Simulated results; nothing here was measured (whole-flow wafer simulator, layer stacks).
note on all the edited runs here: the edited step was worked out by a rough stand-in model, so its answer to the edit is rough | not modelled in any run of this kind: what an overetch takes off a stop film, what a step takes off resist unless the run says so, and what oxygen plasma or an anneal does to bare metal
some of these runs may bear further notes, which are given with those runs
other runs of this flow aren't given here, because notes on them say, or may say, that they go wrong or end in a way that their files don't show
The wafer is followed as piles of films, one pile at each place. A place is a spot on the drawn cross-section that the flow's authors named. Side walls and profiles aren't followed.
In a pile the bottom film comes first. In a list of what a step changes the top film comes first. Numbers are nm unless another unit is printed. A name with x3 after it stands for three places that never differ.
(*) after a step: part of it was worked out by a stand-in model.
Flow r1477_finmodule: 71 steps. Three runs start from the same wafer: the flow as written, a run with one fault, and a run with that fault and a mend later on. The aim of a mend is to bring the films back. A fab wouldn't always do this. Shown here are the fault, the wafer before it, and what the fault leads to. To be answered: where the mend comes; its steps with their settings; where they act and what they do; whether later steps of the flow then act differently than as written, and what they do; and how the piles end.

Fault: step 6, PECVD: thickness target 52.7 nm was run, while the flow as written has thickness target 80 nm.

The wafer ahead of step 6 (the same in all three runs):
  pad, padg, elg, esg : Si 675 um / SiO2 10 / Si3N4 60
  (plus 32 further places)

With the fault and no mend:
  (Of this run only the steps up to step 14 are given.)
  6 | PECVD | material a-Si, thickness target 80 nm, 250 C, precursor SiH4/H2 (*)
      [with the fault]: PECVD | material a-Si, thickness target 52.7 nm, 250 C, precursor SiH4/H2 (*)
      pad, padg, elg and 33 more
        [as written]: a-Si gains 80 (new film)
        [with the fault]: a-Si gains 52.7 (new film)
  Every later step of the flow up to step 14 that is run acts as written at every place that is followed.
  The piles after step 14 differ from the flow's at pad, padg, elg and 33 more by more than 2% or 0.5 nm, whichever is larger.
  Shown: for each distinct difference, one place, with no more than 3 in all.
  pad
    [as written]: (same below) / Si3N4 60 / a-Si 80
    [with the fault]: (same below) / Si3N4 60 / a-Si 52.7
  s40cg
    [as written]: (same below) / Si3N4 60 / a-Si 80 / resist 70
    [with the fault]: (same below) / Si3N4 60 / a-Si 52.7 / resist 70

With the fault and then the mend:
  The mend stands after step 7.
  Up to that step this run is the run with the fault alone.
  7a | ETCH | chemistry tmah, depth target 60.6 nm
      pad, padg, elg and 33 more
        a-Si loses 52.7 (all of it)
  7b | PECVD | material a-Si, thickness target 80 nm, 250 C, precursor SiH4/H2 (*) (a further turn of the flow's step 6)
      pad, padg, elg and 33 more
        a-Si gains 80 (new film)
  Every later step of the flow that is run acts as written at every place that is followed.
  By the end, the piles equal the flow's at every place that both follow.
